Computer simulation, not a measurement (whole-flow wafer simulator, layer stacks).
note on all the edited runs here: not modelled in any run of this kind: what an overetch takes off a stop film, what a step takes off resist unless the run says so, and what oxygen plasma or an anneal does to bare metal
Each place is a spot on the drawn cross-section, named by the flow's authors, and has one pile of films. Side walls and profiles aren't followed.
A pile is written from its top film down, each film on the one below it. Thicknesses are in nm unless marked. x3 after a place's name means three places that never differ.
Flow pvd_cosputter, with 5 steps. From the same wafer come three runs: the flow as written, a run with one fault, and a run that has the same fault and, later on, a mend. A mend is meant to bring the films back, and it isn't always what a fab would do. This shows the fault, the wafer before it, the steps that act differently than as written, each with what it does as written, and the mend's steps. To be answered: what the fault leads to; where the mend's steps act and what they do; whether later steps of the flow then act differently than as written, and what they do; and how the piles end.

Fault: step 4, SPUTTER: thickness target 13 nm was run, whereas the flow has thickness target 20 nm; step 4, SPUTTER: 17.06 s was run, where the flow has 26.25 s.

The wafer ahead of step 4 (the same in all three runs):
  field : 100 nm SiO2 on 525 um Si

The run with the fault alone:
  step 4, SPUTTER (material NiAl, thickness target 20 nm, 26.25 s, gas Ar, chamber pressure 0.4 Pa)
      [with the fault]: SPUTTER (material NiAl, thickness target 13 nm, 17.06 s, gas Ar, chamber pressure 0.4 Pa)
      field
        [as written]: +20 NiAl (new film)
        [with the fault]: +13 NiAl (new film)
  None of the later steps of the flow acts differently than as written at any place that is followed.
  The piles end different from the flow's at field by more than 2% or 0.5 nm, whichever is larger.
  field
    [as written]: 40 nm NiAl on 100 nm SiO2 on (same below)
    [with the fault]: 33 nm NiAl on 100 nm SiO2 on (same below)

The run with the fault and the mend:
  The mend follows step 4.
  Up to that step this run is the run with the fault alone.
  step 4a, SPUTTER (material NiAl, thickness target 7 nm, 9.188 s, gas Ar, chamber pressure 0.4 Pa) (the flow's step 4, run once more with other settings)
      field
        +7 NiAl
  None of the later steps of the flow acts differently than as written at any place that is followed.
  At every place that both follow, the piles at the end match the flow's.
